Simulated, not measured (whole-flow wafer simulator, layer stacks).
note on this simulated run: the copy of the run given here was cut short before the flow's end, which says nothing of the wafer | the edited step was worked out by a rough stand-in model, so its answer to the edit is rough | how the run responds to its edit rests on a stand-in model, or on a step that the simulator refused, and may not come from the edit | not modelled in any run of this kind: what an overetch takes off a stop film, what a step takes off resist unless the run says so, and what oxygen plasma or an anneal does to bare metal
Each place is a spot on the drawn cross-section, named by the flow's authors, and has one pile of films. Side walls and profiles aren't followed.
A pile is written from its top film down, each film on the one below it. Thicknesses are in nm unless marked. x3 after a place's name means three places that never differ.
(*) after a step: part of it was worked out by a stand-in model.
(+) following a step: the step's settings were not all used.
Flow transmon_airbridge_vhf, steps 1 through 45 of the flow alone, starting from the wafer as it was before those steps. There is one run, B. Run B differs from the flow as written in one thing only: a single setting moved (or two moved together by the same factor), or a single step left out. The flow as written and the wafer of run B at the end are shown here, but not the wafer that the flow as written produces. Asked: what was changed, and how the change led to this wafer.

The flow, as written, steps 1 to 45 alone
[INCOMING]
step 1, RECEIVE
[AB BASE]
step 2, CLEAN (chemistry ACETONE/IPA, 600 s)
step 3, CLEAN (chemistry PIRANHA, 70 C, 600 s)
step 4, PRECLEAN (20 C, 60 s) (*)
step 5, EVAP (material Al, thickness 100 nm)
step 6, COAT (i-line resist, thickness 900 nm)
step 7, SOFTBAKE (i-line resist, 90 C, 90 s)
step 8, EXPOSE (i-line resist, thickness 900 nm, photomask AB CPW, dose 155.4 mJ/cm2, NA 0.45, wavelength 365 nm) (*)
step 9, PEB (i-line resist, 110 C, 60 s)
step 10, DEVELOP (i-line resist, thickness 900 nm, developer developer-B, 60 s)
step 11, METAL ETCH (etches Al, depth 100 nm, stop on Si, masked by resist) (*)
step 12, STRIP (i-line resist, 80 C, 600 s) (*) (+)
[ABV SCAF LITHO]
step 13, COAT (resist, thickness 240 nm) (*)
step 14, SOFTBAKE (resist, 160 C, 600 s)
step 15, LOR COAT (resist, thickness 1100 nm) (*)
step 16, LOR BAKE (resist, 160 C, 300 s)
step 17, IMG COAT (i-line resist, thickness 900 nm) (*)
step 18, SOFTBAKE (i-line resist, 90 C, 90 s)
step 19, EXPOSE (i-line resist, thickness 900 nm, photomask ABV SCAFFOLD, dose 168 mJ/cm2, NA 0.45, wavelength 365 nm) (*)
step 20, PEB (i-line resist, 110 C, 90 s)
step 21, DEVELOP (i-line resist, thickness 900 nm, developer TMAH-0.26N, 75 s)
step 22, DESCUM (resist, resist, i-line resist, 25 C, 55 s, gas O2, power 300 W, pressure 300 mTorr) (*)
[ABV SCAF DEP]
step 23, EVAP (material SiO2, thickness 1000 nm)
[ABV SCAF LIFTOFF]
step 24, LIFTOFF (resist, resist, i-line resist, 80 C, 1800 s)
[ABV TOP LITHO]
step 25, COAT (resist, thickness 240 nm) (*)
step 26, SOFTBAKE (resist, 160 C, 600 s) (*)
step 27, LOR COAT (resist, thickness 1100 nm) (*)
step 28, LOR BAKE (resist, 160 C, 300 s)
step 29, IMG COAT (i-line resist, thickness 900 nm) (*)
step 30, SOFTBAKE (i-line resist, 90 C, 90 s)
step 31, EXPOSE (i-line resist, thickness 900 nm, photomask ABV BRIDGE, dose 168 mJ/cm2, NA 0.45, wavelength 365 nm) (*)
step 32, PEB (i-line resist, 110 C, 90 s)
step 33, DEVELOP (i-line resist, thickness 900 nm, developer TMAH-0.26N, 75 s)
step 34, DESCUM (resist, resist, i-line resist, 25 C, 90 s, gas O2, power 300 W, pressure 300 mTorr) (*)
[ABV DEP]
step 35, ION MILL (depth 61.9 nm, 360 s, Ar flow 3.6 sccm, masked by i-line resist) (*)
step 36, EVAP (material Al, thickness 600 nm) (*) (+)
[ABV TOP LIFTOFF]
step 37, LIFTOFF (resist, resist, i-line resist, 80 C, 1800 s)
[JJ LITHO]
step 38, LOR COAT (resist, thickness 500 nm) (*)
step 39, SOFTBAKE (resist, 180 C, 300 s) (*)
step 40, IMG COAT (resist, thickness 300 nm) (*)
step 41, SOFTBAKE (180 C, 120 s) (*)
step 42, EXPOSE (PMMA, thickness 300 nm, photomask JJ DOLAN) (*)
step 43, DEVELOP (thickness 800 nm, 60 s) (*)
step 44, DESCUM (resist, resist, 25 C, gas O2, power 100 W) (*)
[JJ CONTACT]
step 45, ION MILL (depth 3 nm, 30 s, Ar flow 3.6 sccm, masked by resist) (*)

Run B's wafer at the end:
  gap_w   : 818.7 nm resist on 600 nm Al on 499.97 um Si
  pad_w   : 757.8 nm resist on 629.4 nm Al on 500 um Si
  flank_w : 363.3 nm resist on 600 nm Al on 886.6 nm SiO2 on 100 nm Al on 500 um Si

What caused this: step 13, COAT: thickness 384 nm was run, while the flow as written has thickness 240 nm.

How this came from the change, step by step:
  step 13, COAT (resist, thickness 240 nm) (*)
      field x3, jj_line, trace_open_s x2, margin_s, bridge_strip, margin_n: +384 resist (new film) (in the flow as written it would be: +240 resist (new film))
      pad_w, pad_e: +383 resist (new film) (in the flow as written it would be: +239.3 resist (new film))
      (also at 6 further places)
  step 22, DESCUM (resist, resist, i-line resist, 25 C, 55 s, gas O2, power 300 W, pressure 300 mTorr) (*)
      gap_w, gap_e: -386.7 resist (in the flow as written it would be: -251.7 resist (all of it))
      margin_s, bridge_strip, margin_n: -384 resist (all of it) (in the flow as written it would be: -240 resist (all of it))
      (also at 3 further places)
  step 24, LIFTOFF (resist, resist, i-line resist, 80 C, 1800 s)
      gap_w, gap_e: -1000 SiO2 (all of it), -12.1 resist (all of it) (in the flow as written it would be: nothing)
      field x3, jj_line, trace_open_s x2: -1000 SiO2 (all of it), -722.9 i-line resist (all of it), -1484 resist (all of it) (in the flow as written it would be: -1000 SiO2 (all of it), -722.9 i-line resist (all of it), -1340 resist (all of it))
      (also at 3 further places)
  step 25, COAT (resist, thickness 240 nm) (*)
      flank_w, flank_e: +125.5 resist (new film) (in the flow as written it would be: +152.6 resist (new film))
      gap_w, gap_e: +275.3 resist (new film) (in the flow as written it would be: +210.7 resist (new film))
      (also at 4 further places)
  step 27, LOR COAT (resist, thickness 1100 nm) (*)
      gap_w, gap_e: +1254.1 resist (in the flow as written it would be: +977.8 resist)
      pad_w: +1183.6 resist (in the flow as written it would be: +1247.8 resist)
      (also at 4 further places)
  step 29, IMG COAT (i-line resist, thickness 900 nm) (*)
      gap_w, gap_e: +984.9 i-line resist (new film) (in the flow as written it would be: +681.7 i-line resist (new film))
      ground_far: +964.9 i-line resist (new film) (in the flow as written it would be: +1024.5 i-line resist (new film))
      (also at 5 further places)
  step 30, SOFTBAKE (i-line resist, 90 C, 90 s)
      flank_w, flank_e: -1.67 i-line resist (in the flow as written it would be: -0.73 i-line resist)
  step 32, PEB (i-line resist, 110 C, 90 s)
      pad_w, pad_e: -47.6 i-line resist (in the flow as written it would be: -51 i-line resist)
      flank_w, flank_e: -39.1 i-line resist (in the flow as written it would be: -38.3 i-line resist)
      (also at 4 further places)
  step 33, DEVELOP (i-line resist, thickness 900 nm, developer TMAH-0.26N, 75 s)
      gap_w, gap_e: -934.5 i-line resist (all of it), -1254.1 resist (in the flow as written it would be: -646.9 i-line resist (all of it), -977.8 resist)
      pad_w: -878.3 i-line resist (all of it), -1183.6 resist (in the flow as written it would be: -937.2 i-line resist (all of it), -1247.8 resist)
      (also at 4 further places)
  step 34, DESCUM (resist, resist, i-line resist, 25 C, 90 s, gas O2, power 300 W, pressure 300 mTorr) (*)
      flank_w, flank_e: -125.5 resist (all of it) (in the flow as written it would be: -152.6 resist (all of it))
      gap_w, gap_e: -275.3 resist (all of it) (in the flow as written it would be: -210.7 resist (all of it))
      (also at 3 further places)
  step 35, ION MILL (depth 61.9 nm, 360 s, Ar flow 3.6 sccm, masked by i-line resist) (*)
      gap_w, gap_e: -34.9 Si (in the flow as written it would be: -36 SiO2)
  step 37, LIFTOFF (resist, resist, i-line resist, 80 C, 1800 s)
      ground_far: -600 Al (all of it), -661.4 i-line resist (all of it), -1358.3 resist (all of it) (in the flow as written it would be: -600 Al (all of it), -717.9 i-line resist (all of it), -1384.9 resist (all of it))
  step 38, LOR COAT (resist, thickness 500 nm) (*)
      pad_w, pad_e: +502.3 resist (new film) (in the flow as written it would be: +517 resist (new film))
      flank_w, flank_e: +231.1 resist (new film) (in the flow as written it would be: +306.5 resist (new film))
      (also at 3 further places)
  step 40, IMG COAT (resist, thickness 300 nm) (*)
      pad_w, pad_e: +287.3 resist (in the flow as written it would be: +300.1 resist)
      flank_w, flank_e: +164.1 resist (in the flow as written it would be: +212.1 resist)
      (also at 3 further places)
